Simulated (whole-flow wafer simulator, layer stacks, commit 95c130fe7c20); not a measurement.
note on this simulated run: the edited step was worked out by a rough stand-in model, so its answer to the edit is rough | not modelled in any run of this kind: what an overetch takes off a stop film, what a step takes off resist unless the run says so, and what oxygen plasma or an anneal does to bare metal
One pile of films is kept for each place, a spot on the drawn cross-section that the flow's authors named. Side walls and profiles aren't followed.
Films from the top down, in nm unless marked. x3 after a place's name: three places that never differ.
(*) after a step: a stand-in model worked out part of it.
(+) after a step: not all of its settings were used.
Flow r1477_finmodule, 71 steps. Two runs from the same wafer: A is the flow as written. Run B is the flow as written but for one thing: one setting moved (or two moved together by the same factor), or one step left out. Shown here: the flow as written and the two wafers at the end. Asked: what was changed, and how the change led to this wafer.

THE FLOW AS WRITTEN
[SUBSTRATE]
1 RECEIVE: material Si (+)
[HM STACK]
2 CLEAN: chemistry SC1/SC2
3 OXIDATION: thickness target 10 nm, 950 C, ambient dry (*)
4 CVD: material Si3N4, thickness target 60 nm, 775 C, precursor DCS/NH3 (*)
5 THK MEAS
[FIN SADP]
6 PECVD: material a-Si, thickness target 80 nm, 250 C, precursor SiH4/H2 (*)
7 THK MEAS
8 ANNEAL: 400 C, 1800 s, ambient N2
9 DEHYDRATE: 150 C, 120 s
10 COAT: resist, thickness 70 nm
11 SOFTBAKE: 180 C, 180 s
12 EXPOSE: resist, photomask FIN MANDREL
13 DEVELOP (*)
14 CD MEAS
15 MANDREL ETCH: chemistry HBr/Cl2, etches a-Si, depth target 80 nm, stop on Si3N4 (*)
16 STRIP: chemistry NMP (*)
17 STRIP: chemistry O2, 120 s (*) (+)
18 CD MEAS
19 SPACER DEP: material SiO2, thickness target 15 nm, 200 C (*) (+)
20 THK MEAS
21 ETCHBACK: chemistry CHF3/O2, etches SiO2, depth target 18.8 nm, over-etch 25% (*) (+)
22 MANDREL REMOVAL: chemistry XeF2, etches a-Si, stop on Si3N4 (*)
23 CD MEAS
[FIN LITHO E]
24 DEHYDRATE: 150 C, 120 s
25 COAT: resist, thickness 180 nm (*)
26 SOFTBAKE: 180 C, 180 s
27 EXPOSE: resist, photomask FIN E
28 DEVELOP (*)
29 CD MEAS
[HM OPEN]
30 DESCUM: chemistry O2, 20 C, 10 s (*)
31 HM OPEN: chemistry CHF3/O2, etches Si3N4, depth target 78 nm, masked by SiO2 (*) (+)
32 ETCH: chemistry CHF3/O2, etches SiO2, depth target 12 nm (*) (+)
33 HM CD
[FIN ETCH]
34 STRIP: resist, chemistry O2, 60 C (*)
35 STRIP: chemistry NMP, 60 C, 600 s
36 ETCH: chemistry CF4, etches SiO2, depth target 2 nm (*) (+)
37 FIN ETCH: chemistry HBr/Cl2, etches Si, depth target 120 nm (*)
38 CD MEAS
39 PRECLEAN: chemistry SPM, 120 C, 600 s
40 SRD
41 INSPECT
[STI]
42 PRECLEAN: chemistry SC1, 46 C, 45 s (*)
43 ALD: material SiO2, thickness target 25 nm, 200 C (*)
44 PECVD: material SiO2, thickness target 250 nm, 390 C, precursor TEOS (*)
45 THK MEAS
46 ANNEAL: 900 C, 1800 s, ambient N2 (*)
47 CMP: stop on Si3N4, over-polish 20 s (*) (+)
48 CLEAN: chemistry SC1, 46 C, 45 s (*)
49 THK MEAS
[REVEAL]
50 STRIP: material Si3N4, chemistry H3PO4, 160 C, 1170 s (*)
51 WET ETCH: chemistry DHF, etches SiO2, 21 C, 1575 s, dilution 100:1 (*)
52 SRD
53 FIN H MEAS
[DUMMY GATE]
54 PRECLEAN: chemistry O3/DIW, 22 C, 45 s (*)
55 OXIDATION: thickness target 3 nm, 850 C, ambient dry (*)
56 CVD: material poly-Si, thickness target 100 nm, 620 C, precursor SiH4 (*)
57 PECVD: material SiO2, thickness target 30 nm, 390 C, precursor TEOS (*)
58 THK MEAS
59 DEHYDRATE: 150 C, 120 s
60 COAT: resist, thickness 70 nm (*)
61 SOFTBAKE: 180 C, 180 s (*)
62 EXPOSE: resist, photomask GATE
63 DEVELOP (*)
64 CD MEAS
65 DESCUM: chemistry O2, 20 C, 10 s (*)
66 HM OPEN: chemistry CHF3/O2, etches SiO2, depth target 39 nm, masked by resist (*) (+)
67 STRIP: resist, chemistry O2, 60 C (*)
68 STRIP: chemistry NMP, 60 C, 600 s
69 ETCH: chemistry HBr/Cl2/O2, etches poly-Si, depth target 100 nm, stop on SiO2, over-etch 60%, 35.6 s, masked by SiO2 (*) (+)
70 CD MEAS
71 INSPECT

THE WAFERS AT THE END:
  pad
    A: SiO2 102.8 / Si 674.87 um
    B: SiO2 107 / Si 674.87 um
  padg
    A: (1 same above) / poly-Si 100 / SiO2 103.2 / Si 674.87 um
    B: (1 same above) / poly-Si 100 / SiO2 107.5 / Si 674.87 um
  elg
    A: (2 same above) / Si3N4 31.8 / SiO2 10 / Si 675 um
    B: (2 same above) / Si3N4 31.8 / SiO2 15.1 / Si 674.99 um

The cause: step 3, OXIDATION: thickness target 15.1 nm was run, where the flow has thickness target 10 nm.
It can be read off the wafer: elg has SiO2 15.1, and step 3 as written asks for 10 nm.

How the change led to this, step by step:
  3 OXIDATION: thickness target 10 nm, 950 C, ambient dry (*)
      pad, padg, elg and 33 more: A SiO2 +10 (new film), chemical SiO2 -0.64 (all of it), Si -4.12 | B SiO2 +15.1 (new film), chemical SiO2 -0.64 (all of it), Si -6.36
  31 HM OPEN: chemistry CHF3/O2, etches Si3N4, depth target 78 nm, masked by SiO2 (*) (+)
      pad, padg, esg and 13 more: A Si3N4 -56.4 (all of it), SiO2 -10 (all of it) | B Si3N4 -56.4 (all of it), SiO2 -10.8
  32 ETCH: chemistry CHF3/O2, etches SiO2, depth target 12 nm (*) (+)
      pad, padg, e40sg and 11 more: A Si -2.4 | B SiO2 -4.29 (all of it), Si -1.54
      esg, eso: A Si -1.77 | B SiO2 -4.29 (all of it), Si -1.54
      (and at 6 more places)
  43 ALD: material SiO2, thickness target 25 nm, 200 C (*)
      esg: A SiO2 +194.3 (new film) | B SiO2 +199.1 (new film)
  47 CMP: stop on Si3N4, over-polish 20 s (*) (+)
      pad, padg, e40sg and 11 more: A SiO2 -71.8 | B SiO2 -67.5
      eso: A SiO2 -72.4 | B SiO2 -67.5
  51 WET ETCH: chemistry DHF, etches SiO2, 21 C, 1575 s, dilution 100:1 (*)
      s40sg_line, s45sg_line, s50sg_line, s40so_line, s45so_line, s50so_line: A SiO2 -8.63 (all of it) | B SiO2 -13.7 (all of it)
  56 CVD: material poly-Si, thickness target 100 nm, 620 C, precursor SiH4 (*)
      s40cg, s40co: A poly-Si +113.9 (new film) | B poly-Si +108.8 (new film)
      s45cg, s45co: A poly-Si +113.4 (new film) | B poly-Si +108.3 (new film)
      (and at 2 more places)
  60 COAT: resist, thickness 70 nm (*)
      s40sg, s40so: A resist +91 (new film) | B resist +86.2 (new film)
      s45sg, s45so: A resist +91 (new film) | B resist +86.1 (new film)
      (and at 2 more places)
  63 DEVELOP (*)
      s40so: A resist -91 (all of it) | B resist -86.2 (all of it)
      s45so: A resist -91 (all of it) | B resist -86.1 (all of it)
      (and at 1 more place)
  67 STRIP: resist, chemistry O2, 60 C (*)
      s40sg: A resist -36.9 (all of it) | B resist -32.1 (all of it)
      s45sg: A resist -36.9 (all of it) | B resist -32 (all of it)
      (and at 1 more place)
  69 ETCH: chemistry HBr/Cl2/O2, etches poly-Si, depth target 100 nm, stop on SiO2, over-etch 60%, 35.6 s, masked by SiO2 (*) (+)
      s40co: A chemical SiO2 -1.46 (all of it), poly-Si -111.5 (all of it), SiO2 -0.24 | B chemical SiO2 -1.46 (all of it), poly-Si -106.4 (all of it), SiO2 -0.27
      s45co: A chemical SiO2 -1.46 (all of it), poly-Si -110.9 (all of it), SiO2 -0.25 | B chemical SiO2 -1.46 (all of it), poly-Si -105.8 (all of it), SiO2 -0.27
      (and at 1 more place)
